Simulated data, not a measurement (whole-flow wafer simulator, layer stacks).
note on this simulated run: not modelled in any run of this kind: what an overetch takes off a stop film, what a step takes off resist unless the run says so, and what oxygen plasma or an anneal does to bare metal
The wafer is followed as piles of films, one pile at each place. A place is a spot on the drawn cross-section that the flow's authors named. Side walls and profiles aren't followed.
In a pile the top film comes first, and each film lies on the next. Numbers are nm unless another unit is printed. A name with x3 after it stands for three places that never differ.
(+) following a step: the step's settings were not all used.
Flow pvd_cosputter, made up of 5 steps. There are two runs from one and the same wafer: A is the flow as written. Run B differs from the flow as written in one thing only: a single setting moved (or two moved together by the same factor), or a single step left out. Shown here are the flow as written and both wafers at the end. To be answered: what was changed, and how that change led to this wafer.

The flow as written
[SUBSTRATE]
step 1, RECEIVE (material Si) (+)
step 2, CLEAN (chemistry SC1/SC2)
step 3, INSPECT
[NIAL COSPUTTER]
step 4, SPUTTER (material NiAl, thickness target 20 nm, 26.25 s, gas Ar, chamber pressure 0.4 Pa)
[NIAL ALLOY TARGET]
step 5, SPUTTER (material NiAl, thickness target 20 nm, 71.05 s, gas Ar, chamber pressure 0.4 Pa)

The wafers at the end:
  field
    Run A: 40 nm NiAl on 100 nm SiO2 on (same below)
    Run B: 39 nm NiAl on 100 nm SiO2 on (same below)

The reason: step 4, SPUTTER: thickness target 19 nm was run, while the flow as written has thickness target 20 nm.

The path from the change to this, step by step:
  step 4, SPUTTER (material NiAl, thickness target 20 nm, 26.25 s, gas Ar, chamber pressure 0.4 Pa)
      field: A NiAl gains 20 (new film) | B NiAl gains 19 (new film)
